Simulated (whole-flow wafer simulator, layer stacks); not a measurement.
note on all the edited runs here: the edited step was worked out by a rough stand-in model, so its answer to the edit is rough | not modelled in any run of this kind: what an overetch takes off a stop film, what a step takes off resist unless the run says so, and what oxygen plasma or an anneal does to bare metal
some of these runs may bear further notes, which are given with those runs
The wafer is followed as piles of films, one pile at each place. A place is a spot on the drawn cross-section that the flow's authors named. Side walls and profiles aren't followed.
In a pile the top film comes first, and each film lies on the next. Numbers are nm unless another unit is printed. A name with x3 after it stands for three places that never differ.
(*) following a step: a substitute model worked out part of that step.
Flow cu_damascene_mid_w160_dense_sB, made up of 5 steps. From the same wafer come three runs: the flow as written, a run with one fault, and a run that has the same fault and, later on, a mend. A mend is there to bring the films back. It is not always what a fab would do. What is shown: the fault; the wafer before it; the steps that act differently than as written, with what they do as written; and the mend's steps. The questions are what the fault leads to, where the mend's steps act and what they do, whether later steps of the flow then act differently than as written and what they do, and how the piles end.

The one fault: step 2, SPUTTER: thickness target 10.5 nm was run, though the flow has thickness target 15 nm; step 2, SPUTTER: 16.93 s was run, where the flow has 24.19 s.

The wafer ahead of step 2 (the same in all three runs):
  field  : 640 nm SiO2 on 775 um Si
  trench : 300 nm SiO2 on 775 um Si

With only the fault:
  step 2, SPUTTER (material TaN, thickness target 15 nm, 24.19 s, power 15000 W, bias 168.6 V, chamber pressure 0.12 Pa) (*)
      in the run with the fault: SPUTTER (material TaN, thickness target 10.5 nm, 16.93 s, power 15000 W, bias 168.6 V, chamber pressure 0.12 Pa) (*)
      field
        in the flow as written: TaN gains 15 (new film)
        in the run with the fault: TaN gains 10.5 (new film)
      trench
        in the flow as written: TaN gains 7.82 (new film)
        in the run with the fault: TaN gains 5.47 (new film)
  Later steps of the flow that are run all act as written at every place that is followed, up to a difference of at most 2% or 0.5 nm, whichever is larger.
  By the end, the piles at field, trench depart from the flow's by more than 2% or 0.5 nm, whichever is larger.
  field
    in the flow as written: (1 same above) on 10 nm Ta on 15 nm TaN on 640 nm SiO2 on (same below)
    in the run with the fault: (1 same above) on 10 nm Ta on 10.5 nm TaN on 640 nm SiO2 on (same below)
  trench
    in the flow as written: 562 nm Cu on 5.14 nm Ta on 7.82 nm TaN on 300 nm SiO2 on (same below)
    in the run with the fault: 559.8 nm Cu on 5.19 nm Ta on 5.47 nm TaN on 300 nm SiO2 on (same below)

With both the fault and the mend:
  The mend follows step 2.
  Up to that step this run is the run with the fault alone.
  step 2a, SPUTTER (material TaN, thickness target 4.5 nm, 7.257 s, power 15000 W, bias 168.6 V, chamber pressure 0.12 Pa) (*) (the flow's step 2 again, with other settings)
      field
        TaN gains 4.5
      trench
        TaN gains 2.29
  Later steps of the flow that are run all act as written at every place that is followed, up to a difference of at most 2% or 0.5 nm, whichever is larger.
  The piles end only slightly different from the flow's at the places that both follow, by no more than 2% or 0.5 nm, whichever is larger.
